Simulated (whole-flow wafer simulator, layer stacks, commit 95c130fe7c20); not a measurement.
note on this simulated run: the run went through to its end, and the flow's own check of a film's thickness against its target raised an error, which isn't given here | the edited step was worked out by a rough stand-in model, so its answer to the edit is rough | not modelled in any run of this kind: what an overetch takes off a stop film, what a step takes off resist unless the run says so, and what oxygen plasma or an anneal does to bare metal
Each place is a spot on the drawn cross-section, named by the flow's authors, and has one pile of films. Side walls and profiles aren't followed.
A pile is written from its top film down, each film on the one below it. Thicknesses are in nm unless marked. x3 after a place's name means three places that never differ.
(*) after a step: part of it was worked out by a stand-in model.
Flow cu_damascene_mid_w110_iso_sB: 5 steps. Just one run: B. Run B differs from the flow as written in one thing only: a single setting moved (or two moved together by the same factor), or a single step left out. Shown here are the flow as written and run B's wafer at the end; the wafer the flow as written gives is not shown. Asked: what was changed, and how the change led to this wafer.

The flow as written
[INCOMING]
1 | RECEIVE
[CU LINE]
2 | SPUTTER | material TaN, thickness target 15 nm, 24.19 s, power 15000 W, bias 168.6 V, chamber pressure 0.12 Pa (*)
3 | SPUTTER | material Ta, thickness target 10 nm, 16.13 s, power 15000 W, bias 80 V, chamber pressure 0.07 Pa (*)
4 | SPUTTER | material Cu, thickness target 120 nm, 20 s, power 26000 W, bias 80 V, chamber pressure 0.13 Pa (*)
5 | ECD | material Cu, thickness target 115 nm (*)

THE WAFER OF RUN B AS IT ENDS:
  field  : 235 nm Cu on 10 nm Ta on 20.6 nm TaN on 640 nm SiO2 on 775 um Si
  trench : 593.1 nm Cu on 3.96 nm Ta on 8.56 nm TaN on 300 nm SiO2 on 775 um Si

Cause: step 2, SPUTTER: thickness target 20.6 nm was run, whereas the flow has thickness target 15 nm; step 2, SPUTTER: 33.26 s was run, where the flow has 24.19 s.
The wafer lets one read it off: field has TaN 20.6, and step 2 as written asks for 15 nm.

The path from the change to this, step by step:
  2 | SPUTTER | material TaN, thickness target 15 nm, 24.19 s, power 15000 W, bias 168.6 V, chamber pressure 0.12 Pa (*)
      field: TaN gains 20.6 (new film) (it would be, as written: TaN gains 15 (new film))
      trench: TaN gains 8.56 (new film) (it would be, as written: TaN gains 6.23 (new film))
